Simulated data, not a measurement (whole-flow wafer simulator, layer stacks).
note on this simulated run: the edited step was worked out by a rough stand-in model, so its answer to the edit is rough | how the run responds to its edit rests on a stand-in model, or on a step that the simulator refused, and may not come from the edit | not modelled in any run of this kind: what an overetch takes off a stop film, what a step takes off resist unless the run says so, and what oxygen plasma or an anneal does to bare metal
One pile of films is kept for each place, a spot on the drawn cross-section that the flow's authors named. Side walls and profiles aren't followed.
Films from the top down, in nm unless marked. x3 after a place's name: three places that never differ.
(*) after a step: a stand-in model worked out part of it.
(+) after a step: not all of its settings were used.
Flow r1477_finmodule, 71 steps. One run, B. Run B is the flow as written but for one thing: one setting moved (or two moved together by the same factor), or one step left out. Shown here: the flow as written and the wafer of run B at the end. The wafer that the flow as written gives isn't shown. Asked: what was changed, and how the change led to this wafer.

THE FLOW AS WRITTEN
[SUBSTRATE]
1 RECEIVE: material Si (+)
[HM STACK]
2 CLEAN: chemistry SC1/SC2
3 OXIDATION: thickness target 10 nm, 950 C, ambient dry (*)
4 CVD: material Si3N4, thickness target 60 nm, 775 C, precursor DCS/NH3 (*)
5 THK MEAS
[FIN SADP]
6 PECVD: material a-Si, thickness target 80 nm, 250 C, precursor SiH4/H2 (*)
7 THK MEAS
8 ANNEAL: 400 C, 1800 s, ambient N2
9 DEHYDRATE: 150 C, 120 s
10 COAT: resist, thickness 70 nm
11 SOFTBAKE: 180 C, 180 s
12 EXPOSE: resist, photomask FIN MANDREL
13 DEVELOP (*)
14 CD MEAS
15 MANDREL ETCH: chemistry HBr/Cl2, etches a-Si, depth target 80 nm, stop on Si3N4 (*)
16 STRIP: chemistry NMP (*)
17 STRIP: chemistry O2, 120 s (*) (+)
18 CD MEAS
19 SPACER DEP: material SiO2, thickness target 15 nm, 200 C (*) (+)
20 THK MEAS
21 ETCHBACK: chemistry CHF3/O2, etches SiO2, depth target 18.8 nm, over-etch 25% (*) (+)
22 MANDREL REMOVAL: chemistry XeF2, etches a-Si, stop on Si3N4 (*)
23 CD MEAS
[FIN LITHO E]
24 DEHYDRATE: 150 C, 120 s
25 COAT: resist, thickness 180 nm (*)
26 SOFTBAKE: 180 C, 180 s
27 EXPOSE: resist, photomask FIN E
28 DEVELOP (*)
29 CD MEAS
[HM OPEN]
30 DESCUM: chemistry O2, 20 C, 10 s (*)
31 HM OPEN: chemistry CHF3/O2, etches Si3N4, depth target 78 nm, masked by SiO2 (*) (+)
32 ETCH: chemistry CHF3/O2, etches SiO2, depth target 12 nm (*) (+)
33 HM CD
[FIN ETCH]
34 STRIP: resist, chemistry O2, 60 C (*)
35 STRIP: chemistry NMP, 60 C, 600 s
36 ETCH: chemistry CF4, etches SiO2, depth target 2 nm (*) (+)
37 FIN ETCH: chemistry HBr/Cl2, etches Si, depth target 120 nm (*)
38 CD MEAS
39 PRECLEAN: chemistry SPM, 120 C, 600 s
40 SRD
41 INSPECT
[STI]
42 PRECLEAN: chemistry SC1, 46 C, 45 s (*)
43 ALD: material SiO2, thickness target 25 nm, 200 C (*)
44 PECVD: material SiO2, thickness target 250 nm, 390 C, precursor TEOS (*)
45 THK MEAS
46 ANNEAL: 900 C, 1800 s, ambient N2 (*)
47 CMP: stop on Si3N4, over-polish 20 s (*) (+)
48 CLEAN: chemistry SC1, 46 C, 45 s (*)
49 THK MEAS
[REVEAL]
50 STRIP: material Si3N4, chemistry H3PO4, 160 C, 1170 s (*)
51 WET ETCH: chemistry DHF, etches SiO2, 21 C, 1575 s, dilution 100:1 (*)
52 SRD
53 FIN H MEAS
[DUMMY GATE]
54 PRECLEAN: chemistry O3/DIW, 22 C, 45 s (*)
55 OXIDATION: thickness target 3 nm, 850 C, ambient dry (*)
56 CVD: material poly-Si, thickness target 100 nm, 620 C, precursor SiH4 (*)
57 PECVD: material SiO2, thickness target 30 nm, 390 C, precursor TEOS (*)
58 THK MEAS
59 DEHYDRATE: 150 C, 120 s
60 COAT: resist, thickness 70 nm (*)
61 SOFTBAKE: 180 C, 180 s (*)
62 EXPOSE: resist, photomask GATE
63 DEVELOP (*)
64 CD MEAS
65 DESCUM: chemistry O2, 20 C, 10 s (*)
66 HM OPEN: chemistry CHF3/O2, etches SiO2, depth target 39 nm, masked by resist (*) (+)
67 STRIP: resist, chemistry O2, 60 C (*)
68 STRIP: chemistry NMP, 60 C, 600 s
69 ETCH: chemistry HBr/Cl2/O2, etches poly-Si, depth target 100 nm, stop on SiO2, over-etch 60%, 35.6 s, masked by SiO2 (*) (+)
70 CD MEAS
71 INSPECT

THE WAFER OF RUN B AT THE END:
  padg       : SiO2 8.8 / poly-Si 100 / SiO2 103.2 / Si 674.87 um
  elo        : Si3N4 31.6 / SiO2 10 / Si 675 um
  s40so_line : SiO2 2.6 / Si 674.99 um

The cause: step 57, PECVD: thickness target 14.1 nm was run, where the flow has thickness target 30 nm.

How the change led to this, step by step:
  57 PECVD: material SiO2, thickness target 30 nm, 390 C, precursor TEOS (*)
      pad, padg, elg and 33 more: SiO2 +14.1 (new film) (as written it would be: SiO2 +30 (new film))
  66 HM OPEN: chemistry CHF3/O2, etches SiO2, depth target 39 nm, masked by resist (*) (+)
      pad, elo, eso and 15 more: SiO2 -14.1 (all of it), poly-Si -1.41 (as written it would be: SiO2 -30 (all of it), poly-Si -1.8)
      padg, elg, esg and 15 more: resist -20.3 (as written it would be: resist -37.4)
  67 STRIP: resist, chemistry O2, 60 C (*)
      padg, elg, esg: resist -33 (all of it) (as written it would be: resist -15.9 (all of it))
      e40lg, e100lg, e200lg: resist -29.9 (all of it) (as written it would be: resist -12.8 (all of it))
      (and at 12 more places)
